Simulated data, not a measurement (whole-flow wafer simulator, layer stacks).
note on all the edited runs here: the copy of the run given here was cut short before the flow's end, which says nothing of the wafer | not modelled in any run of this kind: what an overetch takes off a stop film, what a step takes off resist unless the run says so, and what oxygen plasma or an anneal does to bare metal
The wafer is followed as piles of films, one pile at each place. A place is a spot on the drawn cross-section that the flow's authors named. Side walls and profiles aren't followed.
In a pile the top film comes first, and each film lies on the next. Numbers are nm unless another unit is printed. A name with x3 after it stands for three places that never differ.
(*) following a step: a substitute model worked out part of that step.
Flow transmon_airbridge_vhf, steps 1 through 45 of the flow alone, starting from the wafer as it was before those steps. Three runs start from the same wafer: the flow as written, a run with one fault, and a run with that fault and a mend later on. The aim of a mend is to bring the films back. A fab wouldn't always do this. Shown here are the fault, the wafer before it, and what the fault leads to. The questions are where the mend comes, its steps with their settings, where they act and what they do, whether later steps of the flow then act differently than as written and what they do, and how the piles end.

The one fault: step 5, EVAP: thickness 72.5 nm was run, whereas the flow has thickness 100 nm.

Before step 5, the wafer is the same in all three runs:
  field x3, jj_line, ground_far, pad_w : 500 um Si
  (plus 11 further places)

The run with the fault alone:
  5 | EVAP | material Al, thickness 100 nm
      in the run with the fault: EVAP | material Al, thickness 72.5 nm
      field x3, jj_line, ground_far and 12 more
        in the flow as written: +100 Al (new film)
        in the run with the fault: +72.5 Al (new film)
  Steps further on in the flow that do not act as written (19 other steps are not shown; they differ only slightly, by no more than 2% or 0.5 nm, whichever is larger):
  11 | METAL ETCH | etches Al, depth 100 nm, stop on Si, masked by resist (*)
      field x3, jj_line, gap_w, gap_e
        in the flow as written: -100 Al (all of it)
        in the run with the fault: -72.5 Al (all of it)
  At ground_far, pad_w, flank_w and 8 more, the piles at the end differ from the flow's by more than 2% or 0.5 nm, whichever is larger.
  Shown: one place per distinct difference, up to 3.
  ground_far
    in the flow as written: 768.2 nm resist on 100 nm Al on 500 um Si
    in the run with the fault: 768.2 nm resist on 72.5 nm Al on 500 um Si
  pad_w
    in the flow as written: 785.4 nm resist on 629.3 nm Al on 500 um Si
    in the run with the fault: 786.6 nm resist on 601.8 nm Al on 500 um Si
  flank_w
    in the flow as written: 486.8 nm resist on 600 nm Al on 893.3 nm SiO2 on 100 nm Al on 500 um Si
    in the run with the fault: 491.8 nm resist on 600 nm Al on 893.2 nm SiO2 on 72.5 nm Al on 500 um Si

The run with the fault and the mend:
  The mend stands after step 5.
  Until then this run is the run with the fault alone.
  5a | EVAP | material Al, thickness 27.5 nm (a further turn of the flow's step 5, with different settings)
      field x3, jj_line, ground_far and 12 more
        +27.5 Al
  Later steps of the flow that are run all act as written at every place that is followed.
  By the end, the piles equal the flow's at every place that both follow.
